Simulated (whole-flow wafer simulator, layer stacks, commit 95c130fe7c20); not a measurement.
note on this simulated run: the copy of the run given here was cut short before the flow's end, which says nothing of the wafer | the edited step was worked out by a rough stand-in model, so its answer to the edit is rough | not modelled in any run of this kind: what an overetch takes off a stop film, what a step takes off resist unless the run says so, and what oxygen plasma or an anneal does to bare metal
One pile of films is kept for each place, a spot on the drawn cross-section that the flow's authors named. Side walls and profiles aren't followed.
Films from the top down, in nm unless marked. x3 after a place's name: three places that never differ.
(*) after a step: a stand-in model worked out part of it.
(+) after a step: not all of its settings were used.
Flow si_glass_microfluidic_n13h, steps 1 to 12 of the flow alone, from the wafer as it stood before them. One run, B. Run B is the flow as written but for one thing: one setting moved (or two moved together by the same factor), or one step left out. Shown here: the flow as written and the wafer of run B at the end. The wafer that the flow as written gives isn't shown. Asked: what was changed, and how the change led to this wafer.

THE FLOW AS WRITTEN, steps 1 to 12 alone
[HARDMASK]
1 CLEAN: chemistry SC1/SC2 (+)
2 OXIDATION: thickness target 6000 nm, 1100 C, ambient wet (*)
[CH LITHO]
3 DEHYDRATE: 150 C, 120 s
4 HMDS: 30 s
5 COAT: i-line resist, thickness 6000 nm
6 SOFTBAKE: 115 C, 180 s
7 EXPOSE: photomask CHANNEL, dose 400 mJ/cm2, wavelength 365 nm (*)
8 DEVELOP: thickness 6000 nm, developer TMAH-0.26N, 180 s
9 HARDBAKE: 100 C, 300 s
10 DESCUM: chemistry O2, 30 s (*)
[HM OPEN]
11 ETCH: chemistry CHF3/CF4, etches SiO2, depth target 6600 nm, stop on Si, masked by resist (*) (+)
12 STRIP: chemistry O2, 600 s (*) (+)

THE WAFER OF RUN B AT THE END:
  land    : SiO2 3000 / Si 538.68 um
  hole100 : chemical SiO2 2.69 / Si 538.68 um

The cause: step 2, OXIDATION: thickness target 3000 nm was run, where the flow has thickness target 6000 nm.
It can be read off the wafer: land has SiO2 3000, and step 2 as written asks for 6000 nm.

How the change led to this, step by step:
  2 OXIDATION: thickness target 6000 nm, 1100 C, ambient wet (*)
      land, hole100: SiO2 +3000 (new film), chemical SiO2 -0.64 (all of it), Si -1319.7 (as written it would be: SiO2 +6000 (new film), chemical SiO2 -0.64 (all of it), Si -2639.7)
  11 ETCH: chemistry CHF3/CF4, etches SiO2, depth target 6600 nm, stop on Si, masked by resist (*) (+)
      land: i-line resist -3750 (as written it would be: i-line resist -5500)
      hole100: SiO2 -3000 (all of it) (as written it would be: SiO2 -6000 (all of it))
  12 STRIP: chemistry O2, 600 s (*) (+)
      land: i-line resist -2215 (all of it) (as written it would be: i-line resist -465 (all of it))
